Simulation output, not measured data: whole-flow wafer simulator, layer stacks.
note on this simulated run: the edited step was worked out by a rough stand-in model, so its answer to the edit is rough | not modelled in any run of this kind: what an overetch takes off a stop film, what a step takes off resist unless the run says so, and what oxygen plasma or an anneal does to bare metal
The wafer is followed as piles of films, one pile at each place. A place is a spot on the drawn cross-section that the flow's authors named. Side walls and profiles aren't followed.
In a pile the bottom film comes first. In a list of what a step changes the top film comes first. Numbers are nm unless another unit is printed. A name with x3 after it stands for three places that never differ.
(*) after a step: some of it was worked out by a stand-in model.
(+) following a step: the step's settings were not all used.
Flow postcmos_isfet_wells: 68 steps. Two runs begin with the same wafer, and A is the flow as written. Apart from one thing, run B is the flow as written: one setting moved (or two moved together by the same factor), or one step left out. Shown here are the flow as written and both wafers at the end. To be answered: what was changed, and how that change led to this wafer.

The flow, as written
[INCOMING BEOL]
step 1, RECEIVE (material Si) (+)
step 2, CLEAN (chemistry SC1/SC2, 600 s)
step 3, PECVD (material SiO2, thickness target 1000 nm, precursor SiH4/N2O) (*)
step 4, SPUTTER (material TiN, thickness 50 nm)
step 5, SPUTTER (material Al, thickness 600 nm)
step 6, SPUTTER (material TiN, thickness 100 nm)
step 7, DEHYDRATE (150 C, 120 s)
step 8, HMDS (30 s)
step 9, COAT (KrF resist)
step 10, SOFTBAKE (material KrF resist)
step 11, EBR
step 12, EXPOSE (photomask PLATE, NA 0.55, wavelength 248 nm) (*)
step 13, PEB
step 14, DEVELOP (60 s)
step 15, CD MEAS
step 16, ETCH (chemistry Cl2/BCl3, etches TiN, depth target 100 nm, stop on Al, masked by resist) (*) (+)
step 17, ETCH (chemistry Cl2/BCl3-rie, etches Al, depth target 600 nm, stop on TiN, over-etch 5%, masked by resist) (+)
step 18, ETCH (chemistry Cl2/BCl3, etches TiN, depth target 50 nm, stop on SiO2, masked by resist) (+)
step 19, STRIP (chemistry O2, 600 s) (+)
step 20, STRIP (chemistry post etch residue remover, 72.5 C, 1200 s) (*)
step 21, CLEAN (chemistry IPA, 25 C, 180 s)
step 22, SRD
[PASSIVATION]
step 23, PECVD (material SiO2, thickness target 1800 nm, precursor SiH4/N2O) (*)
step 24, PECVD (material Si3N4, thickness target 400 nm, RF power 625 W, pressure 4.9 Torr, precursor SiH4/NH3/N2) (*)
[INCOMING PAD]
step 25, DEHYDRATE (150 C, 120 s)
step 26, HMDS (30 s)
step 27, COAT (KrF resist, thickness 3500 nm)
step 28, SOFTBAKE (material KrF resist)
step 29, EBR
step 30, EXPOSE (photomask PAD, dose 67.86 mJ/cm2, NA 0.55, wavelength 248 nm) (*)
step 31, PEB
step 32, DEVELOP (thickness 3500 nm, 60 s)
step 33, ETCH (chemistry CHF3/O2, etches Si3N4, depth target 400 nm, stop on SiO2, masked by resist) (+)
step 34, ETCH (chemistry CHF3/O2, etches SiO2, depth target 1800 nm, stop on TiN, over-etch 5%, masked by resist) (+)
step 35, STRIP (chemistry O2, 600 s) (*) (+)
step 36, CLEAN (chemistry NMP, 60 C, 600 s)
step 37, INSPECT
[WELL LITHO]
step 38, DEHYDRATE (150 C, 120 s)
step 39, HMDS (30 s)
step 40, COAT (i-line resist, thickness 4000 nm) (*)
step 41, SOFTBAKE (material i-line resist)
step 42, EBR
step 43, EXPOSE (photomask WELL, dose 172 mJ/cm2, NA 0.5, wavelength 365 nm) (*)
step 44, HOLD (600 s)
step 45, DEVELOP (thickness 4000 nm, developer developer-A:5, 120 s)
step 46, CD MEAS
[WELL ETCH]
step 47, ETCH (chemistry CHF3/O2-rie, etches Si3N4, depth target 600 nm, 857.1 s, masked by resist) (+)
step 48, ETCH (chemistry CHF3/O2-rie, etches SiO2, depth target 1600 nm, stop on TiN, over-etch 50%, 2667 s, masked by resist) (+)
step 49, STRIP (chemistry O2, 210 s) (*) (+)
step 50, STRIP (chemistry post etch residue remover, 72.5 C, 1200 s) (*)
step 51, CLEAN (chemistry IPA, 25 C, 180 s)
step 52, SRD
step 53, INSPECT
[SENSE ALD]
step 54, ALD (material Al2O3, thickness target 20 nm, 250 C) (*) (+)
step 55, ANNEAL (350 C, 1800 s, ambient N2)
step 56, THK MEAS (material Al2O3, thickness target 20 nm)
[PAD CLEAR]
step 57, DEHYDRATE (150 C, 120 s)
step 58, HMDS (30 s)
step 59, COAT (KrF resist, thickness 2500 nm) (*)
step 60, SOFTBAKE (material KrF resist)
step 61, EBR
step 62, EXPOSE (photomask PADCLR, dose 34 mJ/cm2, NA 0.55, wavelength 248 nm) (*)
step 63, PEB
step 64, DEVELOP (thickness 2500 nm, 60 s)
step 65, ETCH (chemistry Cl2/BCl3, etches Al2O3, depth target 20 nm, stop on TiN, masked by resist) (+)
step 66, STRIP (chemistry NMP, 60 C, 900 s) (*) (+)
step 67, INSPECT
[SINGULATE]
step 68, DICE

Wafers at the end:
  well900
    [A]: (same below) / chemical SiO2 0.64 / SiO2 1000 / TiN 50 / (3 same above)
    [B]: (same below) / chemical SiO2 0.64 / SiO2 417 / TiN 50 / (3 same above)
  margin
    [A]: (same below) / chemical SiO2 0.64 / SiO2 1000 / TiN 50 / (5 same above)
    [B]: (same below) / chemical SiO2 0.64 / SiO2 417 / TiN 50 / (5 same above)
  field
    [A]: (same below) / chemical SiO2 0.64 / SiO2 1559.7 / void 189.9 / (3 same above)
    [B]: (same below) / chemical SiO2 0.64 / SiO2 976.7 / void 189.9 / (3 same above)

Cause: step 3, PECVD: thickness target 417 nm was run, while the flow as written has thickness target 1000 nm.
One can read it off the wafer: well900 has SiO2 417, and step 3 as written asks for 1000 nm.

The path from the change to this, step by step:
  step 3, PECVD (material SiO2, thickness target 1000 nm, precursor SiH4/N2O) (*)
      field, margin, well900, well1300 x3, pad_rim, pad_clr, pad_open: A +1000 SiO2 (new film) | B +417 SiO2 (new film)
